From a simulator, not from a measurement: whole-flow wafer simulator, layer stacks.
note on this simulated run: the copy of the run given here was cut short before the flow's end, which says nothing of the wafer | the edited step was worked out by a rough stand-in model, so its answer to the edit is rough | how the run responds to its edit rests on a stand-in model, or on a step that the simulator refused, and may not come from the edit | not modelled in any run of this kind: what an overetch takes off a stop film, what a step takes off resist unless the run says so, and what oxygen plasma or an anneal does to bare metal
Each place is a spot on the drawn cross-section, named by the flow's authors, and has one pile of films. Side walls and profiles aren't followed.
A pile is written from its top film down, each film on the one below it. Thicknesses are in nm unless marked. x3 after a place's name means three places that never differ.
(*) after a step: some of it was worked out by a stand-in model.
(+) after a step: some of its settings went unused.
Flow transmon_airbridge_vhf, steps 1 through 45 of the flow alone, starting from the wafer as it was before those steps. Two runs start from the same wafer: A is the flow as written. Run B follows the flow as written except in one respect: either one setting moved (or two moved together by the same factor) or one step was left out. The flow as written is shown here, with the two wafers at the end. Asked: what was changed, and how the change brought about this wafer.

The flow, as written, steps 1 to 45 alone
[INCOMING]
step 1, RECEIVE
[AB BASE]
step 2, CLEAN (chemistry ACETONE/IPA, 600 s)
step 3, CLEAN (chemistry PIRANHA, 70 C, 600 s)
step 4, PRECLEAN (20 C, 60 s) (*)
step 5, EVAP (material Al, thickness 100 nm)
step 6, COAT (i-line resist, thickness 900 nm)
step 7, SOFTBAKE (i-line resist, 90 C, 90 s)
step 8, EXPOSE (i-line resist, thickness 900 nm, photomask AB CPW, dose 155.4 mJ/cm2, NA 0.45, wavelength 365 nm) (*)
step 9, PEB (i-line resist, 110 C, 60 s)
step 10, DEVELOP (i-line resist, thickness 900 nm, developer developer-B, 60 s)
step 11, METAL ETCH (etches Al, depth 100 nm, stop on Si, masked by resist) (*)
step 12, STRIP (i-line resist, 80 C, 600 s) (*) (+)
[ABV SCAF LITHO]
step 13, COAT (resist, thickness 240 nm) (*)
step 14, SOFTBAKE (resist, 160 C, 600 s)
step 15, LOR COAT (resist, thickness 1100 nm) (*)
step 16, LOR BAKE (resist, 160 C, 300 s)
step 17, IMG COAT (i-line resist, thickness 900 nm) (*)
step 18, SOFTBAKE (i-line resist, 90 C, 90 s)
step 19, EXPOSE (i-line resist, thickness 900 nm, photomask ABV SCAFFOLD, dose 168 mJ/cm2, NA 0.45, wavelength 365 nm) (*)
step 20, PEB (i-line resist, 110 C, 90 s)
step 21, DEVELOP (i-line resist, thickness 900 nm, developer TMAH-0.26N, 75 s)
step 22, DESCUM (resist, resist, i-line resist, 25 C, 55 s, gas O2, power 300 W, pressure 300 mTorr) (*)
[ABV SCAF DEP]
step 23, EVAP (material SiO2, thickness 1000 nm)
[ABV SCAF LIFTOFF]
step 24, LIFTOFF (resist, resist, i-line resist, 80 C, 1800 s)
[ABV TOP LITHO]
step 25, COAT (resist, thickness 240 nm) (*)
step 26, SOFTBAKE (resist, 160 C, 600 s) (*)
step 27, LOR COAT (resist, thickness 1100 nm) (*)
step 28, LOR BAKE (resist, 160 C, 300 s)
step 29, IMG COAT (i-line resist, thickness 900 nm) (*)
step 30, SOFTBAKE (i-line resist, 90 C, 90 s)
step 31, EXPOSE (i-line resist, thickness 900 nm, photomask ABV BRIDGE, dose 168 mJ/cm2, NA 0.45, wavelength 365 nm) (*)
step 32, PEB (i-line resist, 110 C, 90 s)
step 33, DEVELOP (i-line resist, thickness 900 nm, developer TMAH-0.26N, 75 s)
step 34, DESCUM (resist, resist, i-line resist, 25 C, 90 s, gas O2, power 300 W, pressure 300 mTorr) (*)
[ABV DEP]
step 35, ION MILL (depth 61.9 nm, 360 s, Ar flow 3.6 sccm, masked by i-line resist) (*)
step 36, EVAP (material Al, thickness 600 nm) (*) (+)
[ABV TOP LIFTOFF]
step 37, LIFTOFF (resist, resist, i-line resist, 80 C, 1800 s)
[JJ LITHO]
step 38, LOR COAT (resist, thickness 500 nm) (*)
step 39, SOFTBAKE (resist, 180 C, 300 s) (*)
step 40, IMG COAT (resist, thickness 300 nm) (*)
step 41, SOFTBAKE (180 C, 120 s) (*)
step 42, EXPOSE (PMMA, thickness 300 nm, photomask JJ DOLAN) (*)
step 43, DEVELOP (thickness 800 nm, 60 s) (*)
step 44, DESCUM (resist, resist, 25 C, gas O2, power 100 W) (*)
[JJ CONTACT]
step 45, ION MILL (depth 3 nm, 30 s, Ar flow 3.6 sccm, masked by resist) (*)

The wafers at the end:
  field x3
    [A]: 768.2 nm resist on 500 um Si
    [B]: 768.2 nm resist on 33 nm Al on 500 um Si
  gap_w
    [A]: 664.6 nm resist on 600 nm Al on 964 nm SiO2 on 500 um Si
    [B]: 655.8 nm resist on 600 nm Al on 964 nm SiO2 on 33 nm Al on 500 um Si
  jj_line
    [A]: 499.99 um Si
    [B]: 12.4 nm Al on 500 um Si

The reason: step 11, METAL ETCH: depth 67 nm was run, though the flow has depth 100 nm.

How this came from the change, step by step:
  step 11, METAL ETCH (etches Al, depth 100 nm, stop on Si, masked by resist) (*)
      field x3, jj_line, gap_w, gap_e: A Al loses 100 (all of it) | B Al loses 67
      ground_far, pad_w, flank_w and 8 more: A i-line resist loses 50 | B i-line resist loses 33.5
  step 13, COAT (resist, thickness 240 nm) (*)
      flank_w, flank_e: A resist gains 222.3 (new film) | B resist gains 227.7 (new film)
  step 22, DESCUM (resist, resist, i-line resist, 25 C, 55 s, gas O2, power 300 W, pressure 300 mTorr) (*)
      flank_w, flank_e: A resist loses 222.3 (all of it) | B resist loses 227.7 (all of it)
  step 25, COAT (resist, thickness 240 nm) (*)
      flank_w, flank_e: A resist gains 152.6 (new film) | B resist gains 156 (new film)
  step 34, DESCUM (resist, resist, i-line resist, 25 C, 90 s, gas O2, power 300 W, pressure 300 mTorr) (*)
      flank_w, flank_e: A resist loses 152.6 (all of it) | B resist loses 156 (all of it)
  step 40, IMG COAT (resist, thickness 300 nm) (*)
      flank_w, flank_e: A resist gains 212.1 | B resist gains 216.9
  step 45, ION MILL (depth 3 nm, 30 s, Ar flow 3.6 sccm, masked by resist) (*)
      jj_line: A Si loses 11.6 | B Al loses 20.6
Taking metal films that touch as one body, field x3 has 1 body; the flow as written gives 0 bodies.
Taking metal films that touch as one body, gap_w has 2 bodies (between them, from the top down: SiO2 964); the flow as written gives 1 body.
Taking metal films that touch as one body, jj_line has 1 body; the flow as written gives 0 bodies.
